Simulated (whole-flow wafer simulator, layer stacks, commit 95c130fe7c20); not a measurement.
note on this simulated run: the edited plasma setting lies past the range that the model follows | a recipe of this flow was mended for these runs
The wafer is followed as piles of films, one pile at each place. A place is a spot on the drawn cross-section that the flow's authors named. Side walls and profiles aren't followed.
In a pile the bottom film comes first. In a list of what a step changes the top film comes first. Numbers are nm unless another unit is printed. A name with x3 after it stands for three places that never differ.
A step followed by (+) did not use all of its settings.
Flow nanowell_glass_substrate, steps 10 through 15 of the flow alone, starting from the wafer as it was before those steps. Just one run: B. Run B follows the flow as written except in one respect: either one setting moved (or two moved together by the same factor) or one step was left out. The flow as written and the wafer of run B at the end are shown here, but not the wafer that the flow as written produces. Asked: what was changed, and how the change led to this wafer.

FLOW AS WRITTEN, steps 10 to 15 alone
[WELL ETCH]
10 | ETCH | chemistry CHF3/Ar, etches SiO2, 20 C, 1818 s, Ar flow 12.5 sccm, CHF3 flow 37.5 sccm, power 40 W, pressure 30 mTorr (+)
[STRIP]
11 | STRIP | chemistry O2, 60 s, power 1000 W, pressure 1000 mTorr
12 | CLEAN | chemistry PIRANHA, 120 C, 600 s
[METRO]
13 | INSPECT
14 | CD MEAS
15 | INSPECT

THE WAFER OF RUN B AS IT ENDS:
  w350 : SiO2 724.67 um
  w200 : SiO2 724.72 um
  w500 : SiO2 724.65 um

What caused this: step 10, ETCH: power 44.8 W was run, whereas the flow has power 40 W.

How this came from the change, step by step:
  10 | ETCH | chemistry CHF3/Ar, etches SiO2, 20 C, 1818 s, Ar flow 12.5 sccm, CHF3 flow 37.5 sccm, power 40 W, pressure 30 mTorr (+)
      land: -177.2 UV-NIL-ACRYLATE (in the flow as written it would be: -156.2 UV-NIL-ACRYLATE)
      w350: -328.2 SiO2 (in the flow as written it would be: -300 SiO2)
      (as well as at 3 more places)
  11 | STRIP | chemistry O2, 60 s, power 1000 W, pressure 1000 mTorr
      land: -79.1 UV-NIL-ACRYLATE (all of it) (in the flow as written it would be: -100.2 UV-NIL-ACRYLATE (all of it))
